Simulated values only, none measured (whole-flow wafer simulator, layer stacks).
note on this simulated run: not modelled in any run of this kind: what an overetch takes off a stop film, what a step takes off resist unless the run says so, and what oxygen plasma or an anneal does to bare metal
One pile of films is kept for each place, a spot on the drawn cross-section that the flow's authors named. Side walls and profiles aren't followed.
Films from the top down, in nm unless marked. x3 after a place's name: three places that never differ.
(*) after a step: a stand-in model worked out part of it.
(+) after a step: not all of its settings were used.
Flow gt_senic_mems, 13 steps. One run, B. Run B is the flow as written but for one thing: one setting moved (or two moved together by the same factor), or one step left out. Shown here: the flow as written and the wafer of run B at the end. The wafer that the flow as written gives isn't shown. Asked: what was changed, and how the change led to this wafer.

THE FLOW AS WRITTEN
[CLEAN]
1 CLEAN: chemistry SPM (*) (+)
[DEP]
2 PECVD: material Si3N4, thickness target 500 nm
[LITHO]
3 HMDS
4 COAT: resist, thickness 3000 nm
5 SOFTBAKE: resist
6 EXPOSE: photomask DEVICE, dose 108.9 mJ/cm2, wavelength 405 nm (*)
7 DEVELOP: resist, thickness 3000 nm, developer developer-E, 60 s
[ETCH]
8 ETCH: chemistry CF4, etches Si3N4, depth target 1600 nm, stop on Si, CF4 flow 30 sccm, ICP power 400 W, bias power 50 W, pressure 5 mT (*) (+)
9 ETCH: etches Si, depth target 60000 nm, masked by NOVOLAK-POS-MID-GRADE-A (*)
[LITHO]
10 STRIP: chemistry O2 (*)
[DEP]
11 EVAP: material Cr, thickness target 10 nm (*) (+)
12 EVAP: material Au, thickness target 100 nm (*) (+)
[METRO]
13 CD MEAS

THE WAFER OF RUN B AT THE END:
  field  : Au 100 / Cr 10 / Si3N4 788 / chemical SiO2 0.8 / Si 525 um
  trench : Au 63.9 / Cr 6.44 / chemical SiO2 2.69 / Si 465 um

The cause: step 2, PECVD: thickness target 788 nm was run, where the flow has thickness target 500 nm.
It can be read off the wafer: field has Si3N4 788, and step 2 as written asks for 500 nm.

How the change led to this, step by step:
  2 PECVD: material Si3N4, thickness target 500 nm
      field, trench: Si3N4 +788 (new film) (as written it would be: Si3N4 +500 (new film))
  8 ETCH: chemistry CF4, etches Si3N4, depth target 1600 nm, stop on Si, CF4 flow 30 sccm, ICP power 400 W, bias power 50 W, pressure 5 mT (*) (+)
      field: resist -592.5 (as written it would be: resist -400.5)
      trench: Si3N4 -788 (all of it), chemical SiO2 -0.8 (all of it) (as written it would be: Si3N4 -500 (all of it), chemical SiO2 -0.8 (all of it))
  10 STRIP: chemistry O2 (*)
      field: resist -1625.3 (all of it) (as written it would be: resist -1817.3 (all of it))
